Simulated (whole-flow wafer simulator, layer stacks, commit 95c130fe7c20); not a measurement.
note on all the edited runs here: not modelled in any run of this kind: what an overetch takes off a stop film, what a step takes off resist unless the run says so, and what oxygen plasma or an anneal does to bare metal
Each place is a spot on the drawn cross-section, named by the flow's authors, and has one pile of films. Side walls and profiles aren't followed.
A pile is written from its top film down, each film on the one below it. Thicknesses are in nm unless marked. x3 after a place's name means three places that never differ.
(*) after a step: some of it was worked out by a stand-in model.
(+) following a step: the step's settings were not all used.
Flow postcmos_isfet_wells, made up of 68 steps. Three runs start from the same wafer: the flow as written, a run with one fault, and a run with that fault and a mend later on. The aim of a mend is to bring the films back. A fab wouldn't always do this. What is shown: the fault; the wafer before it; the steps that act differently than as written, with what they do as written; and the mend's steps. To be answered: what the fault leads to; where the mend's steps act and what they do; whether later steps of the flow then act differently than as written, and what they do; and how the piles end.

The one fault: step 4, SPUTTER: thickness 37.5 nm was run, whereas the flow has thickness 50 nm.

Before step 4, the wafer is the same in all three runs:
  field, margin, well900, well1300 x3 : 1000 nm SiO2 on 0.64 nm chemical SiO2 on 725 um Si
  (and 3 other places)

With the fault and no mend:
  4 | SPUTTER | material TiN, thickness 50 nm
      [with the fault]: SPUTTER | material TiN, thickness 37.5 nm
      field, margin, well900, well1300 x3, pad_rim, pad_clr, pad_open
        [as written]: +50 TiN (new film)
        [with the fault]: +37.5 TiN (new film)
  Steps later in the flow that act otherwise than as written:
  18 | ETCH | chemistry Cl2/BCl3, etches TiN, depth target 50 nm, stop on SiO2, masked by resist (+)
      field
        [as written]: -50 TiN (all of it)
        [with the fault]: -37.5 TiN (all of it)
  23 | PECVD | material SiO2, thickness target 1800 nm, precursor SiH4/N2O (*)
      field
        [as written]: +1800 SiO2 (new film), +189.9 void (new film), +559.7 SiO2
        [with the fault]: +1800 SiO2 (new film), +180.5 void (new film), +556.6 SiO2
  By the end, the piles at field, margin, well900, well1300 x3, pad_rim, pad_clr, pad_open depart from the flow's by more than 2% or 0.5 nm, whichever is larger.
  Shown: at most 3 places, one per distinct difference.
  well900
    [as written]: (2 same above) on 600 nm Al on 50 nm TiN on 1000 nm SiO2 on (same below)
    [with the fault]: (2 same above) on 600 nm Al on 37.5 nm TiN on 1000 nm SiO2 on (same below)
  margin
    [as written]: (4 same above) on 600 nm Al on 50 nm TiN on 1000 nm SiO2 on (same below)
    [with the fault]: (4 same above) on 600 nm Al on 37.5 nm TiN on 1000 nm SiO2 on (same below)
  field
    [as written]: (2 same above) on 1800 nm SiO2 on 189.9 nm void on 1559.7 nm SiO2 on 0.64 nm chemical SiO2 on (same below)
    [with the fault]: (2 same above) on 1800 nm SiO2 on 180.5 nm void on 1556.6 nm SiO2 on 0.64 nm chemical SiO2 on (same below)

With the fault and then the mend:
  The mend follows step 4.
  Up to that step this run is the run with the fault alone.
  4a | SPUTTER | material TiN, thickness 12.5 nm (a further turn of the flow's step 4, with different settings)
      field, margin, well900, well1300 x3, pad_rim, pad_clr, pad_open
        +12.5 TiN
  None of the later steps of the flow acts differently than as written at any place that is followed.
  By the end, the piles equal the flow's at every place that both follow.
